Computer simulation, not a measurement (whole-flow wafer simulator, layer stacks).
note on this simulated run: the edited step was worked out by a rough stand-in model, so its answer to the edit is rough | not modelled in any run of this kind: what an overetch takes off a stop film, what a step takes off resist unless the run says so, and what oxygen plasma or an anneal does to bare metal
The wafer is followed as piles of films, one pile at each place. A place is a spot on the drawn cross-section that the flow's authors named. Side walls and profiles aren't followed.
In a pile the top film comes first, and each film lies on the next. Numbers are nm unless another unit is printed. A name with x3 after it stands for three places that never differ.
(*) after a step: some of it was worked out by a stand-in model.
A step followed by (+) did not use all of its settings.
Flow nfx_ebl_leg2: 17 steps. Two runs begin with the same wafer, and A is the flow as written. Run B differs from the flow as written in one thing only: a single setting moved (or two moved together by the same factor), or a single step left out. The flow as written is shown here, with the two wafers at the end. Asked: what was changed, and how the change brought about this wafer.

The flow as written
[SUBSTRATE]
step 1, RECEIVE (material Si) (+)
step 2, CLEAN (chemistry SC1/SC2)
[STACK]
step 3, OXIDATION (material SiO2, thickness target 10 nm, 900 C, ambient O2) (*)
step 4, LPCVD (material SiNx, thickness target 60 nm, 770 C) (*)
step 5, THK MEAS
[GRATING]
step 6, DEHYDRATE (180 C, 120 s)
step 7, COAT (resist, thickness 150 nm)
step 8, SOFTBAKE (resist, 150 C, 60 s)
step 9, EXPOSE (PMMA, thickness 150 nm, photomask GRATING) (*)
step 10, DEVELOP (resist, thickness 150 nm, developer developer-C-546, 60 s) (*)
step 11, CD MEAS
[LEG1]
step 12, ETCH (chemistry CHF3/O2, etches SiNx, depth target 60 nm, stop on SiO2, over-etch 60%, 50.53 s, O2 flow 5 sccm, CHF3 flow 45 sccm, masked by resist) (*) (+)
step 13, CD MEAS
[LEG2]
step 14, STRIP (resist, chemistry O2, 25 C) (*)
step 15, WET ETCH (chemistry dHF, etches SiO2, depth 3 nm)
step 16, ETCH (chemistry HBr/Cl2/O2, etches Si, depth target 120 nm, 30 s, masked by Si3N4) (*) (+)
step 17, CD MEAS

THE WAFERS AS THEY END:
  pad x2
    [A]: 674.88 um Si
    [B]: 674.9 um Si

What caused this: step 16, ETCH: depth target 96 nm was run, while the flow as written has depth target 120 nm.

Step by step, how the change led to this:
  step 16, ETCH (chemistry HBr/Cl2/O2, etches Si, depth target 120 nm, 30 s, masked by Si3N4) (*) (+)
      pad x2: A Si loses 120 | B Si loses 96
